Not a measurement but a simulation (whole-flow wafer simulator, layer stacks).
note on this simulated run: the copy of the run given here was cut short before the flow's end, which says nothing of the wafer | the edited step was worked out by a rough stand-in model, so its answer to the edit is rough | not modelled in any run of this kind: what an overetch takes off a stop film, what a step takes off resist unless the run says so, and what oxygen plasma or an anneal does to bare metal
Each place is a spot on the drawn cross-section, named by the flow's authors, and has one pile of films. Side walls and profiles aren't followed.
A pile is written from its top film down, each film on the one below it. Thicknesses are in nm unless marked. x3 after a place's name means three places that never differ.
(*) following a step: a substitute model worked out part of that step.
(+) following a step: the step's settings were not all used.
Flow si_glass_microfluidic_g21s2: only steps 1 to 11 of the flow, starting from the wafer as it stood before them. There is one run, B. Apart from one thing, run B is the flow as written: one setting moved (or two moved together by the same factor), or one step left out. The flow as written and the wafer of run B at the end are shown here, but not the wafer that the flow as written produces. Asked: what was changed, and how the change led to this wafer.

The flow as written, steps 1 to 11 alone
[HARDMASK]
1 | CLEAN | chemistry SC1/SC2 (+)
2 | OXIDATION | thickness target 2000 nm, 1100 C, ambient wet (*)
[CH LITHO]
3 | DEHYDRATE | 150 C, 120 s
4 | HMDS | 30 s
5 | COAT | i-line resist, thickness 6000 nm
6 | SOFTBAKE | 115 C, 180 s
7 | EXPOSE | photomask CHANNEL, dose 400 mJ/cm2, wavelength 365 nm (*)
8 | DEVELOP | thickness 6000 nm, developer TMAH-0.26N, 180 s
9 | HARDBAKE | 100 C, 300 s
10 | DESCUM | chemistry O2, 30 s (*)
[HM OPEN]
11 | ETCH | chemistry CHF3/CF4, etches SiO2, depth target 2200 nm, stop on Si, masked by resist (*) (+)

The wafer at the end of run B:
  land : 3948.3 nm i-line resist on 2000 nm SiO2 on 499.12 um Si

Cause: step 11, ETCH: depth target 2420 nm was run, though the flow has depth target 2200 nm.

The path from the change to this, step by step:
  11 | ETCH | chemistry CHF3/CF4, etches SiO2, depth target 2200 nm, stop on Si, masked by resist (*) (+)
      land: -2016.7 i-line resist (it would be, as written: -1833.3 i-line resist)
